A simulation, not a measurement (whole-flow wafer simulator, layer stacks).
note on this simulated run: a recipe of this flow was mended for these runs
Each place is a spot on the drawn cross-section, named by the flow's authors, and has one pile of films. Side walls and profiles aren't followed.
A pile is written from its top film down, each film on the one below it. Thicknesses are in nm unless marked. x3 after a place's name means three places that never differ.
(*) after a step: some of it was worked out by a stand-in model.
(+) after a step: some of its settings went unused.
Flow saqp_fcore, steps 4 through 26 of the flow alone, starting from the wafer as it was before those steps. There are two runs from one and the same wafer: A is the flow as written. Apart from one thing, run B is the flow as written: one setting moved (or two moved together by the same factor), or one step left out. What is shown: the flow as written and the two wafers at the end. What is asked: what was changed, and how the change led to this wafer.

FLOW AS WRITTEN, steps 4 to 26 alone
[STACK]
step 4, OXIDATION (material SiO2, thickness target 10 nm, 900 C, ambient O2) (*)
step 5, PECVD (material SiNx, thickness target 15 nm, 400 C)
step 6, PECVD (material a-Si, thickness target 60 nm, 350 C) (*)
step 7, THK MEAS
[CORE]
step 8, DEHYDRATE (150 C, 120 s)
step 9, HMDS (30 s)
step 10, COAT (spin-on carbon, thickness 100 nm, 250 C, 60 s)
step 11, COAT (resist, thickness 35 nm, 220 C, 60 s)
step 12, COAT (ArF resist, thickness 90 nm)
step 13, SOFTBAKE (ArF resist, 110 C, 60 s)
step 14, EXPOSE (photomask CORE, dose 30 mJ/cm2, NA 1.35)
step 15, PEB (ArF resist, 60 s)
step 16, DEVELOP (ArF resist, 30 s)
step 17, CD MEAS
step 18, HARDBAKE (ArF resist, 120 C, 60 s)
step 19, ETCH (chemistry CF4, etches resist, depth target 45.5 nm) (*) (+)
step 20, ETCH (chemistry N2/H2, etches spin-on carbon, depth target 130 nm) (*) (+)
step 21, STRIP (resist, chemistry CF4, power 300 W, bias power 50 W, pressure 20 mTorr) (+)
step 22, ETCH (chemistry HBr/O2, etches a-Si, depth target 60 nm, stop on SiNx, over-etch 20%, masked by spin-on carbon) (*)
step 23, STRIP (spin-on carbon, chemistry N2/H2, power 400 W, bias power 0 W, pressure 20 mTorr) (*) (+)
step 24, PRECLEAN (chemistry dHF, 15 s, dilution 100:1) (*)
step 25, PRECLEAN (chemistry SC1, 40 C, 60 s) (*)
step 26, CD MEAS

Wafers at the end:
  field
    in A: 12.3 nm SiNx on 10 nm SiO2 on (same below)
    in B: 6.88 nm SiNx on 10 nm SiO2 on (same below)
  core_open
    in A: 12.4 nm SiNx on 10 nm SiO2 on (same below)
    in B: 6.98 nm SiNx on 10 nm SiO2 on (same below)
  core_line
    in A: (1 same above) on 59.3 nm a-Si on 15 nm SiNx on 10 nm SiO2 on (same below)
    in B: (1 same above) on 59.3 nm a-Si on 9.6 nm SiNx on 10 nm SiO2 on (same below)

Cause: step 5, PECVD: thickness target 9.6 nm was run, while the flow as written has thickness target 15 nm.
The wafer lets one read it off: core_line has SiNx 9.6, and step 5 as written asks for 15 nm.

The path from the change to this, step by step:
  step 5, PECVD (material SiNx, thickness target 15 nm, 400 C)
      field, core_open, core_line: A SiNx gains 15 (new film) | B SiNx gains 9.6 (new film)
